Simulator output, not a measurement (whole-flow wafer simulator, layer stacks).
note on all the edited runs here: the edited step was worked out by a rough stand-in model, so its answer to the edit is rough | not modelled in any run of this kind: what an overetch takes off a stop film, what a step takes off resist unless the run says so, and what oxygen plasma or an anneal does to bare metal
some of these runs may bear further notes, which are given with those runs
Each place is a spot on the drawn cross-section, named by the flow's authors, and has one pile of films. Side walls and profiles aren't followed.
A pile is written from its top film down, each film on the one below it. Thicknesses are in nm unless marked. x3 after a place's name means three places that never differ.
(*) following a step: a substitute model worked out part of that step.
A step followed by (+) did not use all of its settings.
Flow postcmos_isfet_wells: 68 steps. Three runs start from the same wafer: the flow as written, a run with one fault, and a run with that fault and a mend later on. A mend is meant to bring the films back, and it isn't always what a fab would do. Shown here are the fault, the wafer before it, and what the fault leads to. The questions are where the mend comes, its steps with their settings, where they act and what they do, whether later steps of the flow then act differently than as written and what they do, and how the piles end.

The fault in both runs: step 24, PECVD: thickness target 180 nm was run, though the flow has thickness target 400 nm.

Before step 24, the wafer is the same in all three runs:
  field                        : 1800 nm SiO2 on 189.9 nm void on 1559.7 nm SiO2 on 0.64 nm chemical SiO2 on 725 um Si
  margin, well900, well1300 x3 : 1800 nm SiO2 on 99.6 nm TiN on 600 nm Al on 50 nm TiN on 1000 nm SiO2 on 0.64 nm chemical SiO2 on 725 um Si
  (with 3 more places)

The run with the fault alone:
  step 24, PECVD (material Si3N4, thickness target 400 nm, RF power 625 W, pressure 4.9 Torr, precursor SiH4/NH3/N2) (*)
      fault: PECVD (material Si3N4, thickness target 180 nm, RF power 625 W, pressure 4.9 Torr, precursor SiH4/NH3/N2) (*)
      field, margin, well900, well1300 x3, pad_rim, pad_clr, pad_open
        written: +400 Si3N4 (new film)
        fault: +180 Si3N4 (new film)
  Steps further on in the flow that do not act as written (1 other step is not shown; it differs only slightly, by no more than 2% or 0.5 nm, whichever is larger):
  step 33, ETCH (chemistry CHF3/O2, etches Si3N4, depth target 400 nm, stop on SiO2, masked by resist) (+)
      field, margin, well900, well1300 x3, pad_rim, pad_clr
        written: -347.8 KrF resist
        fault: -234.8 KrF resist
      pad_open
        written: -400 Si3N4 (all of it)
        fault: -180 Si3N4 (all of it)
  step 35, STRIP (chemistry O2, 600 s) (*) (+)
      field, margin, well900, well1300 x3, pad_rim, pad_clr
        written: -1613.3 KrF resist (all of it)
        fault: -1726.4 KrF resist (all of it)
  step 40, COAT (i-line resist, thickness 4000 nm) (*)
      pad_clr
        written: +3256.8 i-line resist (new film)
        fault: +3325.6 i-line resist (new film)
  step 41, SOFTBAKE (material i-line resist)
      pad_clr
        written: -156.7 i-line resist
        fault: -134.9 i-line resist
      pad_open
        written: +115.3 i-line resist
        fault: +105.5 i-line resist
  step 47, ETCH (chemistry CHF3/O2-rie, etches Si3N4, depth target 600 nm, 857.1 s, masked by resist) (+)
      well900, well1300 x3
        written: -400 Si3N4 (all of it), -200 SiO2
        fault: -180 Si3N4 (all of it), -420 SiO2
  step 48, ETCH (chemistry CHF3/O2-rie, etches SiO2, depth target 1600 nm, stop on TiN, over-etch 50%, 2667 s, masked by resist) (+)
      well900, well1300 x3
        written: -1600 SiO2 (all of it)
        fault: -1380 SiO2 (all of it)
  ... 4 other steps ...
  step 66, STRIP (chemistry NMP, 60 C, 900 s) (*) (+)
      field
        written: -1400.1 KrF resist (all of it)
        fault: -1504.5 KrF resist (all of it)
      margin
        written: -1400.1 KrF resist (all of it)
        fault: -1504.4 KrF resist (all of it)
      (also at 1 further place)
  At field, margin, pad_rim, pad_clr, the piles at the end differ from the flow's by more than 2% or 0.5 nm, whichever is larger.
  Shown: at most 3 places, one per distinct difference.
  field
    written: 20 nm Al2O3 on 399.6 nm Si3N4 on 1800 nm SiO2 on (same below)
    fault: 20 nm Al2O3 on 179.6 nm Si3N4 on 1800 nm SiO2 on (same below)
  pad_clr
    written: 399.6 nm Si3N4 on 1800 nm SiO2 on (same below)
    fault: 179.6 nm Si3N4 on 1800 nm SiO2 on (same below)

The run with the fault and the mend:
  The mend stands after step 32.
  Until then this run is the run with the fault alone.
  step 32a, STRIP (chemistry O2, 600 s) (*) (+)
      field, margin, well900, well1300 x3, pad_rim, pad_clr
        -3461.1 KrF resist (all of it)
  step 32b, PECVD (material Si3N4, thickness target 220 nm, RF power 625 W, pressure 4.9 Torr, precursor SiH4/NH3/N2) (*) (a further turn of the flow's step 24, with different settings)
      field, margin, well900, well1300 x3, pad_rim, pad_clr, pad_open
        +220 Si3N4
  step 32c, HMDS (30 s) (a further turn of the flow's step 26)
      leaves every film unchanged at each place that is followed
  step 32d, COAT (KrF resist, thickness 3500 nm) (a further turn of the flow's step 27)
      field, margin, well900, well1300 x3, pad_rim, pad_clr, pad_open
        +3500 KrF resist (new film)
  step 32e, SOFTBAKE (material KrF resist) (a further turn of the flow's step 28)
      leaves every film unchanged at each place that is followed
  step 32f, EBR (a further turn of the flow's step 29)
      leaves every film unchanged at each place that is followed
  step 32g, EXPOSE (photomask PAD, dose 67.86 mJ/cm2, NA 0.55, wavelength 248 nm) (*) (a further turn of the flow's step 30)
      leaves every film unchanged at each place that is followed
  step 32h, PEB (a further turn of the flow's step 31)
      field, margin, well900, well1300 x3, pad_rim, pad_clr, pad_open
        -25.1 KrF resist
  step 32i, DEVELOP (thickness 3500 nm, 60 s) (a further turn of the flow's step 32)
      field, margin, well900, well1300 x3, pad_rim, pad_clr
        -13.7 KrF resist
      pad_open
        -3474.9 KrF resist (all of it)
  None of the later steps of the flow acts differently than as written at any place that is followed.
  By the end, the piles equal the flow's at every place that both follow.
